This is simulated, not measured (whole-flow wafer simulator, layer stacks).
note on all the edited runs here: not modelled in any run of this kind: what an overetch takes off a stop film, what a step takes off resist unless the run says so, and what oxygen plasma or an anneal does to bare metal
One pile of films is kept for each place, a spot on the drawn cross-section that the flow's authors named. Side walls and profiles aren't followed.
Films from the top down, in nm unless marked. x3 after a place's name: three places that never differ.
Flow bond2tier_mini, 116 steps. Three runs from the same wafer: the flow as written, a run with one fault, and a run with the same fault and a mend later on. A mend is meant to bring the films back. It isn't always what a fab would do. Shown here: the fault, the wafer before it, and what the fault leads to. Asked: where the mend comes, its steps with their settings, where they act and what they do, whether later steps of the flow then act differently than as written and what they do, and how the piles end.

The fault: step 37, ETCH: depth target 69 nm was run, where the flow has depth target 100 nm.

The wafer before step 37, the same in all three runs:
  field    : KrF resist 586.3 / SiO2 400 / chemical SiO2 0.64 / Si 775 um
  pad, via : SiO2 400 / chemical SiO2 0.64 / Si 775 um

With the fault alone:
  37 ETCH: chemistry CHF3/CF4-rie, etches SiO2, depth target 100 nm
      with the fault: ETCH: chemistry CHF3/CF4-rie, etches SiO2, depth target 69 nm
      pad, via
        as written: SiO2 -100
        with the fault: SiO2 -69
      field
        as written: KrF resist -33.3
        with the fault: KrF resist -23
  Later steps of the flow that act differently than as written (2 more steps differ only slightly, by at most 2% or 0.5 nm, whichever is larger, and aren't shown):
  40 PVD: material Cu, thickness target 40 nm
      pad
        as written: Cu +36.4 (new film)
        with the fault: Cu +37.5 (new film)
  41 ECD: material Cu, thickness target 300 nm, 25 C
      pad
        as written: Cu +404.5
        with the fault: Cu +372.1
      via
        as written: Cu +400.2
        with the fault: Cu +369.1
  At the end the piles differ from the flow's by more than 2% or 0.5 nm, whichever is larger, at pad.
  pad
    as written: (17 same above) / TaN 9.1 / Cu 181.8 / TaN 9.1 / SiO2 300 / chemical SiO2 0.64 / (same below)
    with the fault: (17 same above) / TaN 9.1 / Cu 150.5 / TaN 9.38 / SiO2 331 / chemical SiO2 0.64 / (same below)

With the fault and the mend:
  The mend comes after step 37.
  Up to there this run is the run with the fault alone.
  37a ETCH: chemistry CHF3/CF4-rie, etches SiO2, depth target 31 nm (the flow's step 37 once more, with other settings)
      pad, via
        SiO2 -31
      field
        KrF resist -10.3
  No later step of the flow acts differently than as written at any place that is followed.
  At the end the piles are the same as the flow's at every place that both follow.
